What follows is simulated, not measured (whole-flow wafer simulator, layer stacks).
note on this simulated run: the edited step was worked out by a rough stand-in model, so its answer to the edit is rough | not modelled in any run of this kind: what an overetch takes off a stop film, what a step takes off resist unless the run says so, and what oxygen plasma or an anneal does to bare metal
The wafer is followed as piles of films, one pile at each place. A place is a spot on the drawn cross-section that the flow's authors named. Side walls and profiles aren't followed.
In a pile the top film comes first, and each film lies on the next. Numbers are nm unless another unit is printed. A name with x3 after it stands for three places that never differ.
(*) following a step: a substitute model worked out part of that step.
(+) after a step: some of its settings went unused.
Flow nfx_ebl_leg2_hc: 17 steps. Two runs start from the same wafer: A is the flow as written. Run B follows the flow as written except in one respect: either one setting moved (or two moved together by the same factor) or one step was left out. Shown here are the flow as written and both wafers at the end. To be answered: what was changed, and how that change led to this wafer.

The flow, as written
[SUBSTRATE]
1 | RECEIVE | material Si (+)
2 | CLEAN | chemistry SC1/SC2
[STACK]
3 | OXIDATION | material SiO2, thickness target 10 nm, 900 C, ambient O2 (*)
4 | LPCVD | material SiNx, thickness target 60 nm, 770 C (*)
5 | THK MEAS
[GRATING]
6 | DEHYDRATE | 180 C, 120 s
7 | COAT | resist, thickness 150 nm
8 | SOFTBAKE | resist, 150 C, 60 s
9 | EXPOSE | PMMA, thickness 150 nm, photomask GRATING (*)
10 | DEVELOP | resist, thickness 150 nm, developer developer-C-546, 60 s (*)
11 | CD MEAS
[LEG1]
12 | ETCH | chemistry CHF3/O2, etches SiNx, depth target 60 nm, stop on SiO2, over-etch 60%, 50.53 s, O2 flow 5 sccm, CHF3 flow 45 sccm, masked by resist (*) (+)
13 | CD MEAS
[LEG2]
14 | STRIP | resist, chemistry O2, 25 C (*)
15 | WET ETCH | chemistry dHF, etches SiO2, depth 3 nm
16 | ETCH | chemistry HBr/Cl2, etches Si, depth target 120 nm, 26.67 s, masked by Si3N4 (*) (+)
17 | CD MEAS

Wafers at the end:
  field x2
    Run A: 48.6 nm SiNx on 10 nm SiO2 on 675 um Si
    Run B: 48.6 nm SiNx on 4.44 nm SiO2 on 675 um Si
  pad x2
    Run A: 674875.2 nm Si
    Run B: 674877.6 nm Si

The reason: step 3, OXIDATION: 810 C was run, though the flow has 900 C.

How this came from the change, step by step:
  3 | OXIDATION | material SiO2, thickness target 10 nm, 900 C, ambient O2 (*)
      field x2, pad x2: A SiO2 gains 10 (new film), chemical SiO2 loses 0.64 (all of it), Si loses 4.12 | B SiO2 gains 4.44 (new film), chemical SiO2 loses 0.64 (all of it), Si loses 1.67
  12 | ETCH | chemistry CHF3/O2, etches SiNx, depth target 60 nm, stop on SiO2, over-etch 60%, 50.53 s, O2 flow 5 sccm, CHF3 flow 45 sccm, masked by resist (*) (+)
      pad x2: A SiNx loses 60 (all of it), SiO2 loses 10 (all of it) | B SiNx loses 60 (all of it), SiO2 loses 4.44 (all of it)
